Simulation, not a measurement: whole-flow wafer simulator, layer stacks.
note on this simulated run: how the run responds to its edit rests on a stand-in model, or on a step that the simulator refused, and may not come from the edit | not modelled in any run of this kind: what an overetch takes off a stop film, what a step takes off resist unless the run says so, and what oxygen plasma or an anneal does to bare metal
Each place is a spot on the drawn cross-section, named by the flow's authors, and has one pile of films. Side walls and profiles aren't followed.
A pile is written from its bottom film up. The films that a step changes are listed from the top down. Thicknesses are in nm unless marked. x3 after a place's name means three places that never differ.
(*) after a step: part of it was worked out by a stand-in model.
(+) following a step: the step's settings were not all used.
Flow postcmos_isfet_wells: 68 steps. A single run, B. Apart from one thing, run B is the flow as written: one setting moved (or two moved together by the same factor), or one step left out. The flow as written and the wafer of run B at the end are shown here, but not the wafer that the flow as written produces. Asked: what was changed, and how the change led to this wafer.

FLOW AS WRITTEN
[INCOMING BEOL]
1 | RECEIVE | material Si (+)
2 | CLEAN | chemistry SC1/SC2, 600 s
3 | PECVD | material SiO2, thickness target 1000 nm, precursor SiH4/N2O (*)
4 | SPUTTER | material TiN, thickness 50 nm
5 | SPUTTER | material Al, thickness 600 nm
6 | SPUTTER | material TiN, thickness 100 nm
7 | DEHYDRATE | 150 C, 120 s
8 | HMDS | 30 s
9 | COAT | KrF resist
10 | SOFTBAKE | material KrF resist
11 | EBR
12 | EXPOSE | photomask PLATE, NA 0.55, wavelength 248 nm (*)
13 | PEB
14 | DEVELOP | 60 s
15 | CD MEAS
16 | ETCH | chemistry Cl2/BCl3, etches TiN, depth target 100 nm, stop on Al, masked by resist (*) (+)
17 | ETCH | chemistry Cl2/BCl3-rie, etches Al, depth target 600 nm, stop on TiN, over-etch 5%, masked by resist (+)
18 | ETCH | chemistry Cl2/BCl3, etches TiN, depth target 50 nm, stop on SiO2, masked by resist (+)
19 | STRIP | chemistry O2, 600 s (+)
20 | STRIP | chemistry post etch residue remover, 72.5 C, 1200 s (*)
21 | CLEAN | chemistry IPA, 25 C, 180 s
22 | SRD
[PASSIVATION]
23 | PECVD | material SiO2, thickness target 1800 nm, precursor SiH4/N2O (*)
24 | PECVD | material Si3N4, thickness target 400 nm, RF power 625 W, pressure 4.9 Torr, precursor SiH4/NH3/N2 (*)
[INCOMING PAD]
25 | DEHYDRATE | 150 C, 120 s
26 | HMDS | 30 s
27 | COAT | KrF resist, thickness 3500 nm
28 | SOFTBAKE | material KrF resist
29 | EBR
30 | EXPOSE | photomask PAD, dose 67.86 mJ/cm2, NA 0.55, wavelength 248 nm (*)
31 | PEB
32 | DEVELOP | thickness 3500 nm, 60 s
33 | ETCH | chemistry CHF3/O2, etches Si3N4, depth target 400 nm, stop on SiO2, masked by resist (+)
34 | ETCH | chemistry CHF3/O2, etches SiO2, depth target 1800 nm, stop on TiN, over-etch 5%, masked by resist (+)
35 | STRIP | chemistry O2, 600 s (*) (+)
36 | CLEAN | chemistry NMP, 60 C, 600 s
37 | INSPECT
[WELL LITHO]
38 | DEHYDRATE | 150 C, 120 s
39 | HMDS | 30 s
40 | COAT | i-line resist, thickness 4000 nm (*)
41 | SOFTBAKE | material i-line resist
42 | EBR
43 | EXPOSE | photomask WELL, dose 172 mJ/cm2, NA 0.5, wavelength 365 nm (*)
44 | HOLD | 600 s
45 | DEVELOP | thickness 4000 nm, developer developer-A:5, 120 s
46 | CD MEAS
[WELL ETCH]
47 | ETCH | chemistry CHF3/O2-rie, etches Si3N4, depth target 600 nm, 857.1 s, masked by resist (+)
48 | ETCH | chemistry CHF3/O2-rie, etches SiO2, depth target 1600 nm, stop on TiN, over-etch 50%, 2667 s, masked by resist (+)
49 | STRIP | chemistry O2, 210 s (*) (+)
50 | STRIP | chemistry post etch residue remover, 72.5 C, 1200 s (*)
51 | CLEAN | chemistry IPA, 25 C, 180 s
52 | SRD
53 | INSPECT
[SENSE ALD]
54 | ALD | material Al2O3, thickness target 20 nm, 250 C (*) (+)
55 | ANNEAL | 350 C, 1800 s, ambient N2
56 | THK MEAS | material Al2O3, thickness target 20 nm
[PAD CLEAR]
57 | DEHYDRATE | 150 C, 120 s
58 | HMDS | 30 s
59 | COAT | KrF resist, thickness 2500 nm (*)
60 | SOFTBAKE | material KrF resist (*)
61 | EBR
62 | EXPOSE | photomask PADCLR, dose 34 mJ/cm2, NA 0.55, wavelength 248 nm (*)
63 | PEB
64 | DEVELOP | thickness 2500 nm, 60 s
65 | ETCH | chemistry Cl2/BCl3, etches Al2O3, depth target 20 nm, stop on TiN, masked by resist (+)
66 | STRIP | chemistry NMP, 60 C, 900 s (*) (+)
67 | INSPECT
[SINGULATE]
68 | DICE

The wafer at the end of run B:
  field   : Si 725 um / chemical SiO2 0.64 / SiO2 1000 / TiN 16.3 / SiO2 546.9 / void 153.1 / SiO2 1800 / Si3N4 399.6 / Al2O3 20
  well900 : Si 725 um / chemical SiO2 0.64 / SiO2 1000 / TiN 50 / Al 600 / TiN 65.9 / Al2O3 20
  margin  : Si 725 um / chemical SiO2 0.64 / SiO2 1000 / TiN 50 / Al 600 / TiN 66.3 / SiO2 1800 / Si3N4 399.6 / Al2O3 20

Cause: step 6, SPUTTER: thickness 66.7 nm was run, while the flow as written has thickness 100 nm; step 18, ETCH: depth target 33.3 nm was run, where the flow has depth target 50 nm.

Step by step, how the change led to this:
  6 | SPUTTER | material TiN, thickness 100 nm
      field, margin, well900 and 6 more: +66.7 TiN (new film) (in the flow as written it would be: +100 TiN (new film))
  16 | ETCH | chemistry Cl2/BCl3, etches TiN, depth target 100 nm, stop on Al, masked by resist (*) (+)
      field: -66.7 TiN (all of it) (in the flow as written it would be: -100 TiN (all of it))
  18 | ETCH | chemistry Cl2/BCl3, etches TiN, depth target 50 nm, stop on SiO2, masked by resist (+)
      field: -33.3 TiN (in the flow as written it would be: -50 TiN (all of it))
      margin, well900, well1300, well2000, well3000, pad_rim, pad_clr, pad_open: -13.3 KrF resist (in the flow as written it would be: -20 KrF resist)
  23 | PECVD | material SiO2, thickness target 1800 nm, precursor SiH4/N2O (*)
      field: +1800 SiO2 (new film), +153.1 void (new film), +546.9 SiO2 (new film) (in the flow as written it would be: +1800 SiO2 (new film), +189.9 void (new film), +559.7 SiO2)
Taking metal films that touch as one body, field has 1 body; the flow as written gives 0 bodies.
